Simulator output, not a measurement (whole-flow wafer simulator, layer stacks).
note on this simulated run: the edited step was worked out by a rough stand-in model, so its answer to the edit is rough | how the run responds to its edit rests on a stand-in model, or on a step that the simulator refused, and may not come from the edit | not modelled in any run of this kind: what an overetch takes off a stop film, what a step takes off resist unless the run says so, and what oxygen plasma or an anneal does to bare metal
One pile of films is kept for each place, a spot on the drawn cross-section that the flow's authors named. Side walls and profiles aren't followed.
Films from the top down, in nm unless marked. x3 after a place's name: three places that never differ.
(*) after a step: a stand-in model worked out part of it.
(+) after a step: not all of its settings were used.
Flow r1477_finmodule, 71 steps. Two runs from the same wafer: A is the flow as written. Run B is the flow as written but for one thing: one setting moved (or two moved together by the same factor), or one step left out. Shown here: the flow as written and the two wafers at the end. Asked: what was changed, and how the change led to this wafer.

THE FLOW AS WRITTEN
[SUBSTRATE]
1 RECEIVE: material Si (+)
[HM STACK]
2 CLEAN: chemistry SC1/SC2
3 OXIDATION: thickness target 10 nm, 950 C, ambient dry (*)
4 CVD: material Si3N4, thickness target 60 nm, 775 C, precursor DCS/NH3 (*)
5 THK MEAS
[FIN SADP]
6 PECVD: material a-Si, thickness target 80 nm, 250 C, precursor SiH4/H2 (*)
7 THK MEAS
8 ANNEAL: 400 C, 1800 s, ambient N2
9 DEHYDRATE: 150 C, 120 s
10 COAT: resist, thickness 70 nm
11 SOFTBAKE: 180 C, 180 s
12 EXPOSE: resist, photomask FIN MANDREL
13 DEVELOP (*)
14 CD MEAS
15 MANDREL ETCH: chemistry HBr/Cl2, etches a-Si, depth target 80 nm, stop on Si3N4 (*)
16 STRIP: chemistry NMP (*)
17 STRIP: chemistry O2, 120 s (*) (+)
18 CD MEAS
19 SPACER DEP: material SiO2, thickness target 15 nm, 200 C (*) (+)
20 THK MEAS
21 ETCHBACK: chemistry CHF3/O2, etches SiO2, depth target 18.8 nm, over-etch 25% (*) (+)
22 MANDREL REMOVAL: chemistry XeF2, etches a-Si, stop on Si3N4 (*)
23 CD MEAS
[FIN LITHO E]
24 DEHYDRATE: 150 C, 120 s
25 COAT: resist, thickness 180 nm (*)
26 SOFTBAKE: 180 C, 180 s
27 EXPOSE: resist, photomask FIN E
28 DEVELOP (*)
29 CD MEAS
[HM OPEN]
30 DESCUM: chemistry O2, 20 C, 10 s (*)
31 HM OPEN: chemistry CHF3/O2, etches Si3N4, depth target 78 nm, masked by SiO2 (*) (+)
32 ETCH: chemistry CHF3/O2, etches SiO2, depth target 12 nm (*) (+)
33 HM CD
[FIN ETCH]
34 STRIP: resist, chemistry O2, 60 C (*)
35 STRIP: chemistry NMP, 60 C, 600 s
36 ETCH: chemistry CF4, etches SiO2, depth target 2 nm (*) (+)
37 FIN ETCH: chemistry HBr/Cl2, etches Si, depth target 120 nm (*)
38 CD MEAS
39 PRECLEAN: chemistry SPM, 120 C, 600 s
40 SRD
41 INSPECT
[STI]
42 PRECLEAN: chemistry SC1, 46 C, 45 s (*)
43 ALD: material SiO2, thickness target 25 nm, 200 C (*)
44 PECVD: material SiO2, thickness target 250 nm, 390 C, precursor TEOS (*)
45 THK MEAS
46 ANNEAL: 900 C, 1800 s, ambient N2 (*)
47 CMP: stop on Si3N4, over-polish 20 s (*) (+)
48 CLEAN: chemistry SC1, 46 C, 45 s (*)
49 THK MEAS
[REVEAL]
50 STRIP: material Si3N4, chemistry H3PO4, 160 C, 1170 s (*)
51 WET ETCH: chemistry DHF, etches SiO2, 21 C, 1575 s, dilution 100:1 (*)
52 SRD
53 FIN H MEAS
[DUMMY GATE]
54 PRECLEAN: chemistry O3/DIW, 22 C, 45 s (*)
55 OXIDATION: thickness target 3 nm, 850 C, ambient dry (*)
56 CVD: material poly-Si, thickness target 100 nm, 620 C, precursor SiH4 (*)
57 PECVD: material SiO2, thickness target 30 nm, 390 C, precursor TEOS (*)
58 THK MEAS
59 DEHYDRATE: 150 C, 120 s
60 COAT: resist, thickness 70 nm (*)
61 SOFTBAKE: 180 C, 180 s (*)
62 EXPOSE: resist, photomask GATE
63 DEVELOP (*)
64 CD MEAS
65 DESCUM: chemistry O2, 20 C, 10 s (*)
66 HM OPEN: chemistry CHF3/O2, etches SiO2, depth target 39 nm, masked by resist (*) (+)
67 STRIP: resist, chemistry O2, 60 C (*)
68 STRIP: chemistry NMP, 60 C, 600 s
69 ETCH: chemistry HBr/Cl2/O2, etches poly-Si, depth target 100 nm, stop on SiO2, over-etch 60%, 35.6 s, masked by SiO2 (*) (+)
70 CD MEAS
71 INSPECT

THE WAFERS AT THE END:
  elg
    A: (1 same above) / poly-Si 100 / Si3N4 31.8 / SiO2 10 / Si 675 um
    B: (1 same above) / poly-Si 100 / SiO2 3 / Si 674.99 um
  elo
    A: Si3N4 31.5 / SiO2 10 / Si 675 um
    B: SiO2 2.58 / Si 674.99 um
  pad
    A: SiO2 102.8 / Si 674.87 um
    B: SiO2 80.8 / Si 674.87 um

The cause: step 6, PECVD: thickness target 48 nm was run, where the flow has thickness target 80 nm.

How the change led to this, step by step:
  6 PECVD: material a-Si, thickness target 80 nm, 250 C, precursor SiH4/H2 (*)
      pad, padg, elg and 33 more: A a-Si +80 (new film) | B a-Si +48 (new film)
  15 MANDREL ETCH: chemistry HBr/Cl2, etches a-Si, depth target 80 nm, stop on Si3N4 (*)
      pad, padg, elg and 27 more: A a-Si -80 (all of it) | B a-Si -48 (all of it)
      s40cg, s45cg, s50cg, s40co, s45co, s50co: A resist -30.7 | B resist -27.6
  16 STRIP: chemistry NMP (*)
      s40cg, s45cg, s50cg, s40co, s45co, s50co: A resist -39.3 (all of it) | B resist -42.4 (all of it)
  21 ETCHBACK: chemistry CHF3/O2, etches SiO2, depth target 18.8 nm, over-etch 25% (*) (+)
      s40sg_line, s45sg_line, s50sg_line, s40so_line, s45so_line, s50so_line: A SiO2 +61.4 | B SiO2 +29.4
  22 MANDREL REMOVAL: chemistry XeF2, etches a-Si, stop on Si3N4 (*)
      s40cg, s45cg, s50cg, s40co, s45co, s50co: A a-Si -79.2 (all of it) | B a-Si -47.2 (all of it)
  25 COAT: resist, thickness 180 nm (*)
      s40cg, s40co: A resist +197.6 (new film) | B resist +189.6 (new film)
      s40sg, s40so: A resist +201.2 (new film) | B resist +193.2 (new film)
      (and at 14 more places)
  28 DEVELOP (*)
      s40cg, s40co: A resist -197.6 (all of it) | B resist -189.6 (all of it)
      s40sg, s40so: A resist -201.2 (all of it) | B resist -193.2 (all of it)
      (and at 14 more places)
  32 ETCH: chemistry CHF3/O2, etches SiO2, depth target 12 nm (*) (+)
      s40sg_line, s45sg_line, s50sg_line, s40so_line, s45so_line, s50so_line: A SiO2 -12 | B SiO2 -5.4 (all of it)
      pad, padg, e40sg and 11 more: A Si -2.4 | B Si -1.08
      (and at 16 more places)
  34 STRIP: resist, chemistry O2, 60 C (*)
      elg, e40lg, e100lg, e200lg, elo, e40lo, e100lo, e200lo: A resist -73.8 (all of it) | B resist -80.1 (all of it)
  36 ETCH: chemistry CF4, etches SiO2, depth target 2 nm (*) (+)
      elg, e40lg, e100lg, e200lg, elo, e40lo, e100lo, e200lo: A Si3N4 -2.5 | B nothing
      s40sg_line, s45sg_line, s50sg_line, s40so_line, s45so_line, s50so_line: A SiO2 -2 | B nothing
  37 FIN ETCH: chemistry HBr/Cl2, etches Si, depth target 120 nm (*)
      s40sg_line, s45sg_line, s50sg_line, s40so_line, s45so_line, s50so_line: A SiO2 -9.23 | B Si3N4 -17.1
  43 ALD: material SiO2, thickness target 25 nm, 200 C (*)
      s40sg_line, s45sg_line, s50sg_line, s40so_line, s45so_line, s50so_line: A SiO2 +25 | B SiO2 +25 (new film)
      s40cg, s45cg, s50cg, s40co, s45co, s50co: A SiO2 +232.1 (new film) | B SiO2 +199.5 (new film)
  47 CMP: stop on Si3N4, over-polish 20 s (*) (+)
      elg, e40lg, e100lg, e200lg, elo, e40lo, e100lo, e200lo: A SiO2 -241.6 | B SiO2 -263.8 (all of it), Si3N4 -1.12
      pad, padg, e40sg and 11 more: A SiO2 -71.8 | B SiO2 -93.9
      (and at 14 more places)
  50 STRIP: material Si3N4, chemistry H3PO4, 160 C, 1170 s (*)
      elg, e40lg, e100lg, e200lg, elo, e40lo, e100lo, e200lo: A SiO2 -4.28 | B Si3N4 -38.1 (all of it), SiO2 -2.02
      s40sg_line, s45sg_line, s50sg_line, s40so_line, s45so_line, s50so_line: A Si3N4 -58.9 (all of it), SiO2 -1.37 | B Si3N4 -38.1 (all of it), SiO2 -2.02
  51 WET ETCH: chemistry DHF, etches SiO2, 21 C, 1575 s, dilution 100:1 (*)
      elg, e40lg, e100lg, e200lg, elo, e40lo, e100lo, e200lo: A SiO2 -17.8 (all of it), Si3N4 -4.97 | B SiO2 -7.98 (all of it)
      s40sg_line, s45sg_line, s50sg_line, s40so_line, s45so_line, s50so_line: A SiO2 -8.63 (all of it) | B SiO2 -7.98 (all of it)
  54 PRECLEAN: chemistry O3/DIW, 22 C, 45 s (*)
      elg, e40lg, e100lg, e200lg, elo, e40lo, e100lo, e200lo: A nothing | B chemical SiO2 +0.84 (new film), Si -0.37
  ... 5 more steps ...
  69 ETCH: chemistry HBr/Cl2/O2, etches poly-Si, depth target 100 nm, stop on SiO2, over-etch 60%, 35.6 s, masked by SiO2 (*) (+)
      s40co: A chemical SiO2 -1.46 (all of it), poly-Si -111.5 (all of it), SiO2 -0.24 | B chemical SiO2 -1.36 (all of it), poly-Si -134.3 (all of it), SiO2 -0.13
      s45co: A chemical SiO2 -1.46 (all of it), poly-Si -110.9 (all of it), SiO2 -0.25 | B chemical SiO2 -1.36 (all of it), poly-Si -134.3 (all of it), SiO2 -0.13
      (and at 1 more place)
